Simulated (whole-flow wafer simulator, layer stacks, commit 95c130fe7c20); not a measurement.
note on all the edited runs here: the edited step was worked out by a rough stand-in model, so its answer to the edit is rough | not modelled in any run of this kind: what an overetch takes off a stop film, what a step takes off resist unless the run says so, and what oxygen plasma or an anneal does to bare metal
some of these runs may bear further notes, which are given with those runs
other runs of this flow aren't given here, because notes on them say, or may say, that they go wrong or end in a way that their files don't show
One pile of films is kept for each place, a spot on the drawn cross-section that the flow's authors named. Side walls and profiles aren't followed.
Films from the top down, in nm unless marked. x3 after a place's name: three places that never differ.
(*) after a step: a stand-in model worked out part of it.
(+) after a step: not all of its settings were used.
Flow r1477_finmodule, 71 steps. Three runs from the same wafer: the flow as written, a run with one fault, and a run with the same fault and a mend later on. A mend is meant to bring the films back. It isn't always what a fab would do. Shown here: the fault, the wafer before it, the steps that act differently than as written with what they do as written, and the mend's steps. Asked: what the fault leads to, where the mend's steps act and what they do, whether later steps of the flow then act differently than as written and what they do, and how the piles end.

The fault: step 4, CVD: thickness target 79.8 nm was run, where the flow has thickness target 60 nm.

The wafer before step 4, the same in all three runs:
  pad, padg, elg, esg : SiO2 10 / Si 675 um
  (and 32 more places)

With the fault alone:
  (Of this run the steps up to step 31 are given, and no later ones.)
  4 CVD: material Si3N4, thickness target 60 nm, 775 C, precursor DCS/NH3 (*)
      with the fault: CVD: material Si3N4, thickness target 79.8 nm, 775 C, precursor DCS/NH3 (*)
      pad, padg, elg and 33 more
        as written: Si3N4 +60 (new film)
        with the fault: Si3N4 +79.8 (new film)
  Later steps of the flow that act differently than as written:
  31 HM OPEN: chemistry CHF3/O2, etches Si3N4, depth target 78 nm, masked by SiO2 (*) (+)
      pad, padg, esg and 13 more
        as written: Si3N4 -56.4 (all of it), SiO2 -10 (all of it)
        with the fault: Si3N4 -76.2 (all of it), SiO2 -0.91
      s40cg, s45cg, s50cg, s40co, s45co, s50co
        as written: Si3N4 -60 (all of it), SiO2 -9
        with the fault: Si3N4 -78
  After step 31 the piles differ from the flow's by more than 2% or 0.5 nm, whichever is larger, at pad, padg, elg and 33 more.
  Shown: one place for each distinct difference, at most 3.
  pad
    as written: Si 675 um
    with the fault: SiO2 9.09 / Si 675 um
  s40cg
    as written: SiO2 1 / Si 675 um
    with the fault: Si3N4 1.8 / SiO2 10 / Si 675 um
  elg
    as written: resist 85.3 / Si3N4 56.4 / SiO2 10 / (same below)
    with the fault: resist 85.3 / Si3N4 76.2 / SiO2 10 / (same below)

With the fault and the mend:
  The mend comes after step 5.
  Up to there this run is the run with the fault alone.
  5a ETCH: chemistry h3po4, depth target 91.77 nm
      pad, padg, elg and 33 more
        Si3N4 -79.8 (all of it)
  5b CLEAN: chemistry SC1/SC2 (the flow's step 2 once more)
      changes no film at any place that is followed
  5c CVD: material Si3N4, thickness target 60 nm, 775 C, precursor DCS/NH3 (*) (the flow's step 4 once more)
      pad, padg, elg and 33 more
        Si3N4 +60 (new film)
  No later step of the flow acts differently than as written at any place that is followed.
  At the end the piles are the same as the flow's at every place that both follow.
